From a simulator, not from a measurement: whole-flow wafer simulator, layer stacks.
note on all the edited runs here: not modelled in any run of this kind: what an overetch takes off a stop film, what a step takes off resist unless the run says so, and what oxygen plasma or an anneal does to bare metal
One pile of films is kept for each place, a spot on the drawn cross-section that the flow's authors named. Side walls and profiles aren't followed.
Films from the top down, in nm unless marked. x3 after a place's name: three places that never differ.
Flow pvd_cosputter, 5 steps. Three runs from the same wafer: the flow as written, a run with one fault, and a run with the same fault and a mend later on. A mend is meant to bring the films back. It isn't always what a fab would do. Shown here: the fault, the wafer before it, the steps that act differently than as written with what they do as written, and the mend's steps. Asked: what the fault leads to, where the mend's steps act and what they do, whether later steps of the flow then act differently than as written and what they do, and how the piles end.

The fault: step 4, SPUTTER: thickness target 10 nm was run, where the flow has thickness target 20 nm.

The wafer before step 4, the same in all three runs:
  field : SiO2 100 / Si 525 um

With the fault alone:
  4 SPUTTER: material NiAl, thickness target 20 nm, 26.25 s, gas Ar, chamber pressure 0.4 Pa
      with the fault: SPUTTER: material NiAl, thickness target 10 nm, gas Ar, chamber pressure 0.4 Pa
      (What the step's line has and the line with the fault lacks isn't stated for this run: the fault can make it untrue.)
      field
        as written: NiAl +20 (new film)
        with the fault: NiAl +10 (new film)
  No later step of the flow acts differently than as written at any place that is followed.
  At the end the piles differ from the flow's by more than 2% or 0.5 nm, whichever is larger, at field.
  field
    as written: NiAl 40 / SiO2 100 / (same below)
    with the fault: NiAl 30 / SiO2 100 / (same below)

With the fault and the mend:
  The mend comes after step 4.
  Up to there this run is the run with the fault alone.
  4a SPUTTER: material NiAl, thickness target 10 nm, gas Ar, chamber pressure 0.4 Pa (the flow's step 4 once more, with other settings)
      field
        NiAl +10
  No later step of the flow acts differently than as written at any place that is followed.
  At the end the piles are the same as the flow's at every place that both follow.
